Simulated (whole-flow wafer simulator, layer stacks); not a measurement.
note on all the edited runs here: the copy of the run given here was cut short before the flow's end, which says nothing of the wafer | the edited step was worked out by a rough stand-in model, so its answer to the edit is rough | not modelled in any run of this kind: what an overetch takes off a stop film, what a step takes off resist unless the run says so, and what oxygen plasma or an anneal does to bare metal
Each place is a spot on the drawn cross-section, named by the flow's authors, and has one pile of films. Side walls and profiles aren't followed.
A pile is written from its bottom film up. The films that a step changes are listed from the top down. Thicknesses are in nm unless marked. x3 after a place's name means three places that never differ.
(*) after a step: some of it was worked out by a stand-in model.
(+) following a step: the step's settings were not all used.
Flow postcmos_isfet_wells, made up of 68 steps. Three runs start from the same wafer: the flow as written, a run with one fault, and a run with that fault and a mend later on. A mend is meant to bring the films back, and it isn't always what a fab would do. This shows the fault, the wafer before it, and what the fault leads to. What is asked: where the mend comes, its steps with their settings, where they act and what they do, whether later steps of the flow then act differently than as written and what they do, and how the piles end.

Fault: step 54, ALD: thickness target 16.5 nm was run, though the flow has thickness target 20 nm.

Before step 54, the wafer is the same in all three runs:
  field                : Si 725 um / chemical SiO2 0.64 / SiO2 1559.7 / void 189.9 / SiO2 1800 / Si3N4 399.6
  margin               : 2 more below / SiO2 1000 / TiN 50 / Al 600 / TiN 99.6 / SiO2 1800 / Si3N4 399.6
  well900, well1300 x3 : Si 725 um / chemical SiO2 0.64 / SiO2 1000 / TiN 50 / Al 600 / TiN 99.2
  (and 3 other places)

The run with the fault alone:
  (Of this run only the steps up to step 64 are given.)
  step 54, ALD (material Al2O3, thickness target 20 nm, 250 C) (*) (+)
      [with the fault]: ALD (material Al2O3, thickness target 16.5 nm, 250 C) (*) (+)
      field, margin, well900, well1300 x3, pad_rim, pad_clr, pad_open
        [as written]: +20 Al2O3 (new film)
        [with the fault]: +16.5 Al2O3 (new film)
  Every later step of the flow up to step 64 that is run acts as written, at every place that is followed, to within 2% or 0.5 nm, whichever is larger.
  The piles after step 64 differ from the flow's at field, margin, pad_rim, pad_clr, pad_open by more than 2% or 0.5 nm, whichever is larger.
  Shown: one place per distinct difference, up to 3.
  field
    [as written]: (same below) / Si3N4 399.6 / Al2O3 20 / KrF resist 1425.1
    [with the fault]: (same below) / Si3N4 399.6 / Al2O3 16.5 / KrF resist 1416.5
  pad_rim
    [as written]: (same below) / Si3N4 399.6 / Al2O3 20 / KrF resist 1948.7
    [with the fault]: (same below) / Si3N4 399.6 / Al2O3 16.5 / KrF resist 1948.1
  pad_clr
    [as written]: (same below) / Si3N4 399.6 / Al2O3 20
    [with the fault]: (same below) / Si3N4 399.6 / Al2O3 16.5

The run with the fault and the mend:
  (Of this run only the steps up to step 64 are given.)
  After step 54 comes the mend.
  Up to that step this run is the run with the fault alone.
  step 54a, ALD (material Al2O3, thickness target 3.5 nm, 250 C) (*) (+) (the flow's step 54 again, with other settings)
      field, margin, well900, well1300 x3, pad_rim, pad_clr, pad_open
        +3.5 Al2O3
  Every later step of the flow up to step 64 that is run acts as written at every place that is followed.
  The piles after step 64 are the same as the flow's at every place that both follow.
